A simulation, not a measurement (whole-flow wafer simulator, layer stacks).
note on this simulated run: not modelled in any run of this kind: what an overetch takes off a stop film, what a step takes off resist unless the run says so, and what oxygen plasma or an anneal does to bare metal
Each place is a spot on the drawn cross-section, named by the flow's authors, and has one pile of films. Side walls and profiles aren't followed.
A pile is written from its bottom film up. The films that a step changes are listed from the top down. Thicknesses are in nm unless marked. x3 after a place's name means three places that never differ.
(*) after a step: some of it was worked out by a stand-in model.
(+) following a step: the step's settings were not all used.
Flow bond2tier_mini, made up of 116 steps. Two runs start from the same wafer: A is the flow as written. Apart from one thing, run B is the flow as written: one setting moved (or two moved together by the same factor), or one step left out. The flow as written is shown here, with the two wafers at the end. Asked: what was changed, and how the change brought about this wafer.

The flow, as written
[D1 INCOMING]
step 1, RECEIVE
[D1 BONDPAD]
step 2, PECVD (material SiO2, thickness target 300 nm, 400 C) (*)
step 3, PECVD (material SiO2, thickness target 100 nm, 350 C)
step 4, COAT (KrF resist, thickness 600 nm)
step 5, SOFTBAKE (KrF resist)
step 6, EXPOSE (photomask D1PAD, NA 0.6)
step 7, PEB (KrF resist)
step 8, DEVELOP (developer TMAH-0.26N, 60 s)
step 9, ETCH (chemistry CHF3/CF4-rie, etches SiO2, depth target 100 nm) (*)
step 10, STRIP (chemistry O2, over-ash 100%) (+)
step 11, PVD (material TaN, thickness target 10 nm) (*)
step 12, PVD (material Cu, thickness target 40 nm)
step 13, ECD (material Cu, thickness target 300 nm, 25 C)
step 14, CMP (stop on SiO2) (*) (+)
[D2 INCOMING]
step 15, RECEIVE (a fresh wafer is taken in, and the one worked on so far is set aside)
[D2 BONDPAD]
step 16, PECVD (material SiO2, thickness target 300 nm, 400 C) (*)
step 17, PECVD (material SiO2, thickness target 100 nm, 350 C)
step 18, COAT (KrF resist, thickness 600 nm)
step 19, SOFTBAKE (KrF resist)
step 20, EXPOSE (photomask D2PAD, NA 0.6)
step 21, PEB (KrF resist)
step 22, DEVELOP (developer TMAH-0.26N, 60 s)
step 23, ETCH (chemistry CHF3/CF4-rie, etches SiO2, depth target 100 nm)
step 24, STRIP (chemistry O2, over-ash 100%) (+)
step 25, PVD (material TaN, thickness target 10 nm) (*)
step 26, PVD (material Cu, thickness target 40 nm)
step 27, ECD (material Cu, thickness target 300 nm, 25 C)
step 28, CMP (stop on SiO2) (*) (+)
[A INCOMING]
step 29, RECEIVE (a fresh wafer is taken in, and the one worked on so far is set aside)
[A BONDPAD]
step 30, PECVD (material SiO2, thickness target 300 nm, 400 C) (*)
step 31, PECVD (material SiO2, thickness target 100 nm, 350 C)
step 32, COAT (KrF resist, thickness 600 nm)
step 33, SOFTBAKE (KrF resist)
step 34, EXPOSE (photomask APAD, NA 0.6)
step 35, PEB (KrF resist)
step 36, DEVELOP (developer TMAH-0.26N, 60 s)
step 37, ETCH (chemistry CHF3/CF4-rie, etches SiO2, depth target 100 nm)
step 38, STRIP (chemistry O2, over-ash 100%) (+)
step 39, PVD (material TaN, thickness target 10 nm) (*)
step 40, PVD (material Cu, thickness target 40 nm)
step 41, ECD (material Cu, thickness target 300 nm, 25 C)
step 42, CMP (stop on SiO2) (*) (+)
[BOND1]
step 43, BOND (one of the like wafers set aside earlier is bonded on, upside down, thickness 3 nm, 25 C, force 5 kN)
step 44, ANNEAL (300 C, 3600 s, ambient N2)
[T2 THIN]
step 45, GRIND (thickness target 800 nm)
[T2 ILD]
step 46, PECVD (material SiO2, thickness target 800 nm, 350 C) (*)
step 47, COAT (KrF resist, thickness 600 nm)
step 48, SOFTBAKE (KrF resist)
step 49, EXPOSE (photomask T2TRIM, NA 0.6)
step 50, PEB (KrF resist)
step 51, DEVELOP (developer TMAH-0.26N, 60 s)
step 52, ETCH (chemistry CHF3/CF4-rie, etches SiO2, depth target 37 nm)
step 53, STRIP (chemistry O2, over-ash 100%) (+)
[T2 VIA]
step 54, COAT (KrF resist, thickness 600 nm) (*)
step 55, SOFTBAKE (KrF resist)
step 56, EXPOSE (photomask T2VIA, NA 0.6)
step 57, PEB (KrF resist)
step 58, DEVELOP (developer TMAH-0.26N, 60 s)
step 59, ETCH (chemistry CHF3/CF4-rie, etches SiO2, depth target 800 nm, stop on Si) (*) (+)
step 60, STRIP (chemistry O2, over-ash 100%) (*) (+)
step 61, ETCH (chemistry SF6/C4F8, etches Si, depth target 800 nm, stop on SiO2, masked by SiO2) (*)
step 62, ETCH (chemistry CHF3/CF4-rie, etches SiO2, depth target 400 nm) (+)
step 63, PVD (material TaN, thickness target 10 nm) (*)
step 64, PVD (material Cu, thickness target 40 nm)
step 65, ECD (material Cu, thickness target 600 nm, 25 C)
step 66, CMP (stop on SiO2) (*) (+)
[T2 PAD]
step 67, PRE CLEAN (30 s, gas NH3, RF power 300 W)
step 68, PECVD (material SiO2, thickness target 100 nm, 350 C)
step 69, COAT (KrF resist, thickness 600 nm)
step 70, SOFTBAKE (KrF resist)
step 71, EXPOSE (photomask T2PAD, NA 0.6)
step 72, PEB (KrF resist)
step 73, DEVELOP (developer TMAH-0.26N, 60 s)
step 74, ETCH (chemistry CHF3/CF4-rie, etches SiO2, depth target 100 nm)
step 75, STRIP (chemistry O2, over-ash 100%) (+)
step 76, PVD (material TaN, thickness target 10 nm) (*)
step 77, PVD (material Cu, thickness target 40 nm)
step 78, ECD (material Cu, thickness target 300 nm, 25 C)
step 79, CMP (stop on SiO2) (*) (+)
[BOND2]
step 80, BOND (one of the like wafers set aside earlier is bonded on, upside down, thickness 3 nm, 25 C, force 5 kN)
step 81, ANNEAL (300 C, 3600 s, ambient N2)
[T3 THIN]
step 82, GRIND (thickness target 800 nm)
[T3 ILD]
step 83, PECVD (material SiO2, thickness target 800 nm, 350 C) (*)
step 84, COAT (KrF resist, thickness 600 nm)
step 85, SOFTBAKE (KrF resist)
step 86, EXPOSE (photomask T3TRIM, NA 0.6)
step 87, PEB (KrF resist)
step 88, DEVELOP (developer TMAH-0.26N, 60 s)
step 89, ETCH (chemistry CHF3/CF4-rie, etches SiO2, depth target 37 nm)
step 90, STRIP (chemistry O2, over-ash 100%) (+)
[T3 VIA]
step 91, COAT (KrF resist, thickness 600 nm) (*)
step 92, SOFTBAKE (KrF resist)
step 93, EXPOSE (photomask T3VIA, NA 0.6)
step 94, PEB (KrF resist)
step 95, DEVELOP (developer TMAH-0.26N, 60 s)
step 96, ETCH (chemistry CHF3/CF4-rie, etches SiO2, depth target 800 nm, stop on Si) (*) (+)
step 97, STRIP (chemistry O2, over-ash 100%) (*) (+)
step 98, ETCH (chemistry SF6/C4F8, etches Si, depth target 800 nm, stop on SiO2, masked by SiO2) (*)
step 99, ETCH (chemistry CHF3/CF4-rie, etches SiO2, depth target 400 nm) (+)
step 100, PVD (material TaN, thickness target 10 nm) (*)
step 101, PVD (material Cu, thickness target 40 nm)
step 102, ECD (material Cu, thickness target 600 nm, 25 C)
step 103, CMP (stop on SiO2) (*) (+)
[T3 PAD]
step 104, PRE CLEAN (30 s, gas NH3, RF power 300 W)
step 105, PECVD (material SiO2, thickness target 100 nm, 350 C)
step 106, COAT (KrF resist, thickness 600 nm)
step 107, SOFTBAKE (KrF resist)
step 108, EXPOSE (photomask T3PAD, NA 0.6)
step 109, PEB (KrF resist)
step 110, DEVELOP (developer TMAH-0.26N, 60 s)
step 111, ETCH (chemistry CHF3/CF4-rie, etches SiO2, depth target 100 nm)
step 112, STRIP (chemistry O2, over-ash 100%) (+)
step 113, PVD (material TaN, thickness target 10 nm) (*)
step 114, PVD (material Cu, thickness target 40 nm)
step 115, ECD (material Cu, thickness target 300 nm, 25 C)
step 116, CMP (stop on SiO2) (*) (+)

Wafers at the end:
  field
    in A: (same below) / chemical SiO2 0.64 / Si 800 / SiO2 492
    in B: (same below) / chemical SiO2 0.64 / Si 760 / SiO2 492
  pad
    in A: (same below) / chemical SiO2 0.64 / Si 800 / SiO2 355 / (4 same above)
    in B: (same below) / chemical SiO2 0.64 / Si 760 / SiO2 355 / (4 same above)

What caused this: step 82, GRIND: thickness target 760 nm was run, whereas the flow has thickness target 800 nm.
The wafer lets one read it off: field has Si 760, and step 82 as written asks for 800 nm.

Step by step, how the change led to this:
  step 82, GRIND (thickness target 800 nm)
      field, pad: A Si loses 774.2 um | B Si loses 774.24 um
